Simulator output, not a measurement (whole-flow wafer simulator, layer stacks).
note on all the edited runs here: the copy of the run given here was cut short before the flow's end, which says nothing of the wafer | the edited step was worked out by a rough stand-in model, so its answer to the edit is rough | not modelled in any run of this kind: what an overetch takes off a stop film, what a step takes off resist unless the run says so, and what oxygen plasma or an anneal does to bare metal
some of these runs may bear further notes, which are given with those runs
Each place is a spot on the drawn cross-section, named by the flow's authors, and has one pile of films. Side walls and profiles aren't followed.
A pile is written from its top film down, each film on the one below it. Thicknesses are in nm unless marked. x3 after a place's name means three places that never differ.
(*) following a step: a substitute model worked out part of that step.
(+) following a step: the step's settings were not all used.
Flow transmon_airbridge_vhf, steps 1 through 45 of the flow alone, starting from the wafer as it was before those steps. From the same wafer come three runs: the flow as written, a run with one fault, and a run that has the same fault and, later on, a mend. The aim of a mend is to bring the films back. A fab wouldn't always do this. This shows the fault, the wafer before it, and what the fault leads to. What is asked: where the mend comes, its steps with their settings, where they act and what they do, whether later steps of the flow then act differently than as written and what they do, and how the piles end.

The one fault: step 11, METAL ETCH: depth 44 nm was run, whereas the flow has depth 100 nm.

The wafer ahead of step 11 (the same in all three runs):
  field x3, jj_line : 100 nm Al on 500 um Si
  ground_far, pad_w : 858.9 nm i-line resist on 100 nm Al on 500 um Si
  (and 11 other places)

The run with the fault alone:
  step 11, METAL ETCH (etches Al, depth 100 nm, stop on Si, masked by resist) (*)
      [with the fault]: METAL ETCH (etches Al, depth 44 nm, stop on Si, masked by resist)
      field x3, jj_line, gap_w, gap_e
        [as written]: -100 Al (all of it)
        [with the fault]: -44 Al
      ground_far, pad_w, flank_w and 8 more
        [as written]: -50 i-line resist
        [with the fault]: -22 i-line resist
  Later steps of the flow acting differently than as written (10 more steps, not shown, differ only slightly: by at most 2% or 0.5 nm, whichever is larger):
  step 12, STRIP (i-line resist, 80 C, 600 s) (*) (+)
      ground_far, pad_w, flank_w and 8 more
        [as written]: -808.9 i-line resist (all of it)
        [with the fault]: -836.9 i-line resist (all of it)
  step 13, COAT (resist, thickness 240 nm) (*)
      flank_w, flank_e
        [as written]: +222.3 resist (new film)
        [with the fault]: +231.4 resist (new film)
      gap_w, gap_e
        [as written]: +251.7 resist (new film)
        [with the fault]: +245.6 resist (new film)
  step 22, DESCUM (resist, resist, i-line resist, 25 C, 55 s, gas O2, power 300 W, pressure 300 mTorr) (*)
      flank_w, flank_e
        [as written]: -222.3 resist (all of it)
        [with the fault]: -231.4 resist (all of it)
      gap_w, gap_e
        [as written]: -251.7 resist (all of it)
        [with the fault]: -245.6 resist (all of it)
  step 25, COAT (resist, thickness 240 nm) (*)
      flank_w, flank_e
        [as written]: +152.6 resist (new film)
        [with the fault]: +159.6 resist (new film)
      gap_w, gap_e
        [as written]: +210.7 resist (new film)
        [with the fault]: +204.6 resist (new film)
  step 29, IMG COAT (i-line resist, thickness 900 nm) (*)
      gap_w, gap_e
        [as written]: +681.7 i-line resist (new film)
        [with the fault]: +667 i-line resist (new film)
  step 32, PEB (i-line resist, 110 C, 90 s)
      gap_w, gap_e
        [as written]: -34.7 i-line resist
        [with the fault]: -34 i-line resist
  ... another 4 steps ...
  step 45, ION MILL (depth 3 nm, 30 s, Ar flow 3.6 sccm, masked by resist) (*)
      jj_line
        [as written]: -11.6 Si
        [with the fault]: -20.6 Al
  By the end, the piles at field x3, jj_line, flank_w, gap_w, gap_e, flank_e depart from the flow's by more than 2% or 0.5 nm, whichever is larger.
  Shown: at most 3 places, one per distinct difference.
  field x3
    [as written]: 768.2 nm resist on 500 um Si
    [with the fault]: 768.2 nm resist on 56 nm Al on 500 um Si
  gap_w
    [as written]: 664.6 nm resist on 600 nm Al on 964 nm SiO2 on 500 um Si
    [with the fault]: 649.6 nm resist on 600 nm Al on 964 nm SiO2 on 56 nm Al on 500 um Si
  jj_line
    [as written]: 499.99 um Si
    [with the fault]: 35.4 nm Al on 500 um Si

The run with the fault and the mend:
  After step 11 comes the mend.
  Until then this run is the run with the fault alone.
  step 11a, METAL ETCH (etches Al, depth 56 nm, stop on Si, masked by resist) (*) (the flow's step 11, run once more with other settings)
      ground_far, pad_w, flank_w and 8 more
        -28 i-line resist
      field x3, jj_line, gap_w, gap_e
        -56 Al (all of it)
  Every later step of the flow that is run acts as written at every place that is followed.
  At every place that both follow, the piles at the end match the flow's.
